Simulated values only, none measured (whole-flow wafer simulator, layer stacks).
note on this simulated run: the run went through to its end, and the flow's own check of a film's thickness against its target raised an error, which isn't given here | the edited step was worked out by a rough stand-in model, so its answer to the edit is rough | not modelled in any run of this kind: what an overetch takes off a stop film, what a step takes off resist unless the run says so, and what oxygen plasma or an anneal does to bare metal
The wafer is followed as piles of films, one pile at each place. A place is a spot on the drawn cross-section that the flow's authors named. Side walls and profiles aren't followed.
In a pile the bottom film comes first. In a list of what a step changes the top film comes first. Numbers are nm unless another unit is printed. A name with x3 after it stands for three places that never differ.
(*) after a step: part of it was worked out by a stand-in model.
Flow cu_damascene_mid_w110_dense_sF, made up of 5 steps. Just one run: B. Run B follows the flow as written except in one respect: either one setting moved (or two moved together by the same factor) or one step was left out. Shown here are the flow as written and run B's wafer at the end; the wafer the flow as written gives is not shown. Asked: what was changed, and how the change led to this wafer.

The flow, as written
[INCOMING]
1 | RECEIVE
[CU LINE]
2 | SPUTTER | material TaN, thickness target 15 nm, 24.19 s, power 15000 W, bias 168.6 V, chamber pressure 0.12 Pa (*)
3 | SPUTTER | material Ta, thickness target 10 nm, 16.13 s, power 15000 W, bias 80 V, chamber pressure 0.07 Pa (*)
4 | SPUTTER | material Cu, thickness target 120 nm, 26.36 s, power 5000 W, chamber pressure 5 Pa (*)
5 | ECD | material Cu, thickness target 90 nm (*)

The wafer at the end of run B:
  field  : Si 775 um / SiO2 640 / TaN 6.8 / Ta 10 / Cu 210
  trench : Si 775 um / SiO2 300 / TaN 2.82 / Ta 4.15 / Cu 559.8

What caused this: step 2, SPUTTER: thickness target 6.8 nm was run, while the flow as written has thickness target 15 nm; step 2, SPUTTER: 10.89 s was run, where the flow has 24.19 s.
One can read it off the wafer: field has TaN 6.8, and step 2 as written asks for 15 nm.

The path from the change to this, step by step:
  2 | SPUTTER | material TaN, thickness target 15 nm, 24.19 s, power 15000 W, bias 168.6 V, chamber pressure 0.12 Pa (*)
      field: TaN gains 6.8 (new film) (as written it would have been: TaN gains 15 (new film))
      trench: TaN gains 2.82 (new film) (as written it would have been: TaN gains 6.23 (new film))
  4 | SPUTTER | material Cu, thickness target 120 nm, 26.36 s, power 5000 W, chamber pressure 5 Pa (*)
      trench: Cu gains 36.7 (new film) (as written it would have been: Cu gains 35.7 (new film))
